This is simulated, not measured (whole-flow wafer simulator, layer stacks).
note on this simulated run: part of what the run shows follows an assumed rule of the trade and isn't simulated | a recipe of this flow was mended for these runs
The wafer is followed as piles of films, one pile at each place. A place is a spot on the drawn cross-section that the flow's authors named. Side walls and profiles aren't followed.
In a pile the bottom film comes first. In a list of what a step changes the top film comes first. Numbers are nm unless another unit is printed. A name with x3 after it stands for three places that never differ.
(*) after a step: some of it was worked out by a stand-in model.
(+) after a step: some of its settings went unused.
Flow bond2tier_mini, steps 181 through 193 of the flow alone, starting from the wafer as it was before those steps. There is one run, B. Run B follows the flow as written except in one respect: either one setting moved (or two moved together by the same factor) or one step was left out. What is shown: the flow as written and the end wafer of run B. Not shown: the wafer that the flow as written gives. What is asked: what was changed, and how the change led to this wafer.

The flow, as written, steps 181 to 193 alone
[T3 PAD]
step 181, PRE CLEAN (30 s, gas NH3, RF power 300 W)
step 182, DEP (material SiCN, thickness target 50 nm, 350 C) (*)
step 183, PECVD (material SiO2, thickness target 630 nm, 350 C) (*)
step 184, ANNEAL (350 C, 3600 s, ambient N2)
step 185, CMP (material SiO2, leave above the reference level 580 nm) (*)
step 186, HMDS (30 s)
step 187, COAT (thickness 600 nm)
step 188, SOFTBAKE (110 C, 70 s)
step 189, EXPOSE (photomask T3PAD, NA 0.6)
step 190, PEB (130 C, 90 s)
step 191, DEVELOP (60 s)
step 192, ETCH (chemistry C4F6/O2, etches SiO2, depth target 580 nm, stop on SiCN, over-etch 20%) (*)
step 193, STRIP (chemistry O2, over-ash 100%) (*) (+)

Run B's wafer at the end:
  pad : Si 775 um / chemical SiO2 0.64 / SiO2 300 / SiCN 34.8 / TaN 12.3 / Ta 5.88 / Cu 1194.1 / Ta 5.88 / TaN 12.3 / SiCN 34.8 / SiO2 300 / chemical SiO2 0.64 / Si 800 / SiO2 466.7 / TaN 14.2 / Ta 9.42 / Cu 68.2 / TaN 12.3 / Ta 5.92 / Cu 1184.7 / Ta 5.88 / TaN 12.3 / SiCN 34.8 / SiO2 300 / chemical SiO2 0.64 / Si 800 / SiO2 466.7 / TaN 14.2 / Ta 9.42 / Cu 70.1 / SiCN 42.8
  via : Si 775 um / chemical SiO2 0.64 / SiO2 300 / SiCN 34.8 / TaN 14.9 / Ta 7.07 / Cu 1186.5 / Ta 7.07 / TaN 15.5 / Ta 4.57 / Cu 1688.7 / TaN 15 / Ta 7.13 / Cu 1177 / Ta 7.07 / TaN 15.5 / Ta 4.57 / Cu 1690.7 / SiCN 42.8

Cause: step 192, ETCH: depth target 519.1 nm was run, while the flow as written has depth target 580 nm.

The path from the change to this, step by step:
  step 192, ETCH (chemistry C4F6/O2, etches SiO2, depth target 580 nm, stop on SiCN, over-etch 20%) (*)
      pad, via: -580 SiO2 (all of it), -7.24 SiCN (it would be, as written: -580 SiO2 (all of it), -19.6 SiCN)
      field: -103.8 thick-KrF-resist (it would be, as written: -116 thick-KrF-resist)
  step 193, STRIP (chemistry O2, over-ash 100%) (*) (+)
      field: -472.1 thick-KrF-resist (all of it) (it would be, as written: -459.9 thick-KrF-resist (all of it))
